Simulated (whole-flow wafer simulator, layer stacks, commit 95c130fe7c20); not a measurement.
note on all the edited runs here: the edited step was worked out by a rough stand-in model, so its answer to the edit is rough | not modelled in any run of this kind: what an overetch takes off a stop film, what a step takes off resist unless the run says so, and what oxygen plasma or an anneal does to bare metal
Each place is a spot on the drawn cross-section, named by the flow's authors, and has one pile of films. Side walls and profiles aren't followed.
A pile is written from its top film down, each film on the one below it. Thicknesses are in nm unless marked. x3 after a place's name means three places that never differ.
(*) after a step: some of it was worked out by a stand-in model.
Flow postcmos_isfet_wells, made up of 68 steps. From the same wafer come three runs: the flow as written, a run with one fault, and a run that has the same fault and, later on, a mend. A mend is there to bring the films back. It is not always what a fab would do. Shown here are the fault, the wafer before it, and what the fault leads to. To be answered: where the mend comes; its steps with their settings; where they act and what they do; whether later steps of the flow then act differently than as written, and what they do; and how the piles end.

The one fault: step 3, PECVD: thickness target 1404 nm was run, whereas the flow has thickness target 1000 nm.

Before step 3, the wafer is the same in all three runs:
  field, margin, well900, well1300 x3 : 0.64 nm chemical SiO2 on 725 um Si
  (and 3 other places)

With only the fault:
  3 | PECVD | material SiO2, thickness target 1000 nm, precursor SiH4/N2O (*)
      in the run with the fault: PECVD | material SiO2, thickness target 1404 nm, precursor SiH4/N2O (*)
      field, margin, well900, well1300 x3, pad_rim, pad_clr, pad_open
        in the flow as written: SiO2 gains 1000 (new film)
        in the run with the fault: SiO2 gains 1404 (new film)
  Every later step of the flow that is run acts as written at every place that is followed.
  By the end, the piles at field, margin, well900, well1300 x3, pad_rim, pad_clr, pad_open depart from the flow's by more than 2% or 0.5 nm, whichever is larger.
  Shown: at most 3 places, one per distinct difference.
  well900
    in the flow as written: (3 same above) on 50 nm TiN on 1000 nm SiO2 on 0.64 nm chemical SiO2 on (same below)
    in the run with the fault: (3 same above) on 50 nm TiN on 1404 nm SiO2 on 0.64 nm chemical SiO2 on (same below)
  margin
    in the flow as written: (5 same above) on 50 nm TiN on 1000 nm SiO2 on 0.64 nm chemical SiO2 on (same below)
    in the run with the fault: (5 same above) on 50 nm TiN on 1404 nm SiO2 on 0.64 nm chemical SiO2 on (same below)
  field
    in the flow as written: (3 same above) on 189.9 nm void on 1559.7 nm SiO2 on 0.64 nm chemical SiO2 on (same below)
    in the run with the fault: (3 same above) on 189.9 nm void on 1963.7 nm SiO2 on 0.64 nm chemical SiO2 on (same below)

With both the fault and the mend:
  The mend stands after step 3.
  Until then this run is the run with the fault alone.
  3a | ETCH | chemistry boe, depth target 404 nm
      field, margin, well900, well1300 x3, pad_rim, pad_clr, pad_open
        SiO2 loses 404
  Every later step of the flow that is run acts as written at every place that is followed.
  At every place that both follow, the piles at the end match the flow's.
